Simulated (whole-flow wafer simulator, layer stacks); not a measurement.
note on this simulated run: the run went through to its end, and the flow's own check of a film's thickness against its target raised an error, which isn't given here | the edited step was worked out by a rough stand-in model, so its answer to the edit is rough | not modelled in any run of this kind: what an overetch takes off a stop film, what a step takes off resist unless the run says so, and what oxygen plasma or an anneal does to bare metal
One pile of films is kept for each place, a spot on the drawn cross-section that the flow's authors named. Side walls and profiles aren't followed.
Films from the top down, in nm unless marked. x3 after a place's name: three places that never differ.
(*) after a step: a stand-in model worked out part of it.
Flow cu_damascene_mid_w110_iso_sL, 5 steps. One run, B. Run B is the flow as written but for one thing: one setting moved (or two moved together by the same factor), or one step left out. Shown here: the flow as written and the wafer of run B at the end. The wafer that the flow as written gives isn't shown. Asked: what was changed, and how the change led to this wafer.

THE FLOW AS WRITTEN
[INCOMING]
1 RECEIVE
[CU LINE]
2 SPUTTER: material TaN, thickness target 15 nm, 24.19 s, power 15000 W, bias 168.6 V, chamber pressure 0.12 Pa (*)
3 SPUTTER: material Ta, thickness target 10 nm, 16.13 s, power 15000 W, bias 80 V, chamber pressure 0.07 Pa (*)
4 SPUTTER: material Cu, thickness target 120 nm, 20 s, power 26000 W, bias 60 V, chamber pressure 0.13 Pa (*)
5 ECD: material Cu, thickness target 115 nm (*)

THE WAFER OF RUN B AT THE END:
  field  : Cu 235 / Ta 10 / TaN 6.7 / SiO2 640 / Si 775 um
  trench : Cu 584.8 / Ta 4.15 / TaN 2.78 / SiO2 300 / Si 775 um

The cause: step 2, SPUTTER: thickness target 6.7 nm was run, where the flow has thickness target 15 nm; step 2, SPUTTER: 10.76 s was run, where the flow has 24.19 s.
It can be read off the wafer: field has TaN 6.7, and step 2 as written asks for 15 nm.

How the change led to this, step by step:
  2 SPUTTER: material TaN, thickness target 15 nm, 24.19 s, power 15000 W, bias 168.6 V, chamber pressure 0.12 Pa (*)
      field: TaN +6.7 (new film) (as written it would be: TaN +15 (new film))
      trench: TaN +2.78 (new film) (as written it would be: TaN +6.23 (new film))
  4 SPUTTER: material Cu, thickness target 120 nm, 20 s, power 26000 W, bias 60 V, chamber pressure 0.13 Pa (*)
      trench: Cu +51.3 (new film) (as written it would be: Cu +49.9 (new film))
